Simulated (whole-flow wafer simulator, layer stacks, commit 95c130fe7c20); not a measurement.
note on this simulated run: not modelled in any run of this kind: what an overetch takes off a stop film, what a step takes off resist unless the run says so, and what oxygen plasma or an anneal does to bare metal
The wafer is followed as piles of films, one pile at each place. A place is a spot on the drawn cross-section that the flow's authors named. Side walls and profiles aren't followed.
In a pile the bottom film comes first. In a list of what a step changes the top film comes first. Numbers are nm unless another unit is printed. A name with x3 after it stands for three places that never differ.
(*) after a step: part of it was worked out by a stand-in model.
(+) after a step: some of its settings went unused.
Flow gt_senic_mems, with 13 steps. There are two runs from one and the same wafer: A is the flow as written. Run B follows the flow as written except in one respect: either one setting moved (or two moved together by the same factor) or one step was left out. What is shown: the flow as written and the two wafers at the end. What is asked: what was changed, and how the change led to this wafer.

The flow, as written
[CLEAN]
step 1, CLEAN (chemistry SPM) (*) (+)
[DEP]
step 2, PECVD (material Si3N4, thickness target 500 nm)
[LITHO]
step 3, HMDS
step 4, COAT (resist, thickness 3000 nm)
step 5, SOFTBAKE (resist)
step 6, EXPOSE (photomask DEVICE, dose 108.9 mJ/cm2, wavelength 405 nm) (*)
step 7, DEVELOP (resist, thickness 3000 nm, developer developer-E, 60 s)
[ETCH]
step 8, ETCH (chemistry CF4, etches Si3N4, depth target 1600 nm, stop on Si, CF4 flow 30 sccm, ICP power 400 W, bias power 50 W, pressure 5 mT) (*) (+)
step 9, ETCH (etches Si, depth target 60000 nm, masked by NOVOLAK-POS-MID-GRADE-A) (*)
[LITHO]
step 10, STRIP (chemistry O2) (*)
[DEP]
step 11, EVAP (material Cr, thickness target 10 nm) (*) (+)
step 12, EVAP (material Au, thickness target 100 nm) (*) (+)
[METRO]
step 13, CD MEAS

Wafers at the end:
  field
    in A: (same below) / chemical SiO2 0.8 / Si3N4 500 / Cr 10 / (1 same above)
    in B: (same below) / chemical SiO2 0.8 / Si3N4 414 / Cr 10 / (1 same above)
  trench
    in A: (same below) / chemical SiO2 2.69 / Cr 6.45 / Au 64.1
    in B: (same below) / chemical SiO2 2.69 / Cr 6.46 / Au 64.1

What caused this: step 2, PECVD: thickness target 414 nm was run, whereas the flow has thickness target 500 nm.
The wafer itself shows it: field has Si3N4 414, and step 2 as written asks for 500 nm.

Step by step, how the change led to this:
  step 2, PECVD (material Si3N4, thickness target 500 nm)
      field, trench: A Si3N4 gains 500 (new film) | B Si3N4 gains 414 (new film)
  step 8, ETCH (chemistry CF4, etches Si3N4, depth target 1600 nm, stop on Si, CF4 flow 30 sccm, ICP power 400 W, bias power 50 W, pressure 5 mT) (*) (+)
      field: A resist loses 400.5 | B resist loses 343.2
      trench: A Si3N4 loses 500 (all of it), chemical SiO2 loses 0.8 (all of it) | B Si3N4 loses 414 (all of it), chemical SiO2 loses 0.8 (all of it)
  step 10, STRIP (chemistry O2) (*)
      field: A resist loses 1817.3 (all of it) | B resist loses 1874.6 (all of it)
